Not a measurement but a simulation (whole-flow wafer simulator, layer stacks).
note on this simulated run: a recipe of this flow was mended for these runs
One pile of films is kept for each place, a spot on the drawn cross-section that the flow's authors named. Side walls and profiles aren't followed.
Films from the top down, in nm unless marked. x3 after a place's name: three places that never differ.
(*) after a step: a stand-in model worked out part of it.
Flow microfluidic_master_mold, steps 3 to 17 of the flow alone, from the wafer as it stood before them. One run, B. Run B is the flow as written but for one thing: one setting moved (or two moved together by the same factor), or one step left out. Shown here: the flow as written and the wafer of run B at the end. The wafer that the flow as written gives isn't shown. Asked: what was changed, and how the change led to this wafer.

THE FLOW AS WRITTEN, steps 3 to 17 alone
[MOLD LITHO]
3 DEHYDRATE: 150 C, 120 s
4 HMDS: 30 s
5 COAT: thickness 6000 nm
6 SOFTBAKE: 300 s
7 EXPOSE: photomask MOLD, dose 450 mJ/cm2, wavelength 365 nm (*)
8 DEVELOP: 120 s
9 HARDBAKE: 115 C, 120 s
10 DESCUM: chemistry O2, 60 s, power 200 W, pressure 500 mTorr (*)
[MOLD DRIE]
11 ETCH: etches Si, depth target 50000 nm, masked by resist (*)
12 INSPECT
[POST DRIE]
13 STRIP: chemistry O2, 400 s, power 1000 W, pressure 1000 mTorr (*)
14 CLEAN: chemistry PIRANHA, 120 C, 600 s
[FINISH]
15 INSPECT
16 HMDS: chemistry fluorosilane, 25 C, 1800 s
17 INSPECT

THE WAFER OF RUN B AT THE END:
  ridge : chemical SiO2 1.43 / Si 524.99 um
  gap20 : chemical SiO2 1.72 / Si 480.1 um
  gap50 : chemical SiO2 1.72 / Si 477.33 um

The cause: step 5, COAT: thickness 5437 nm was run, where the flow has thickness 6000 nm.

How the change led to this, step by step:
  5 COAT: thickness 6000 nm
      ridge, gap20, gap50, gap200 x2: thick-i-line-resist +5437 (new film) (as written it would be: thick-i-line-resist +6000 (new film))
  8 DEVELOP: 120 s
      gap20, gap50, gap200 x2: thick-i-line-resist -5437 (all of it) (as written it would be: thick-i-line-resist -6000 (all of it))
  9 HARDBAKE: 115 C, 120 s
      ridge: thick-i-line-resist -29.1 (as written it would be: thick-i-line-resist -33.5)
  11 ETCH: etches Si, depth target 50000 nm, masked by resist (*)
      gap20: chemical SiO2 -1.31 (all of it), Si -44.9 um (as written it would be: chemical SiO2 -1.31 (all of it), Si -44.81 um)
      gap50: chemical SiO2 -1.31 (all of it), Si -47.66 um (as written it would be: chemical SiO2 -1.31 (all of it), Si -47.62 um)
  13 STRIP: chemistry O2, 400 s, power 1000 W, pressure 1000 mTorr (*)
      ridge: thick-i-line-resist -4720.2 (all of it), chemical SiO2 +0.83, Si -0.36 (as written it would be: thick-i-line-resist -5278.7 (all of it), chemical SiO2 +0.78, Si -0.34)
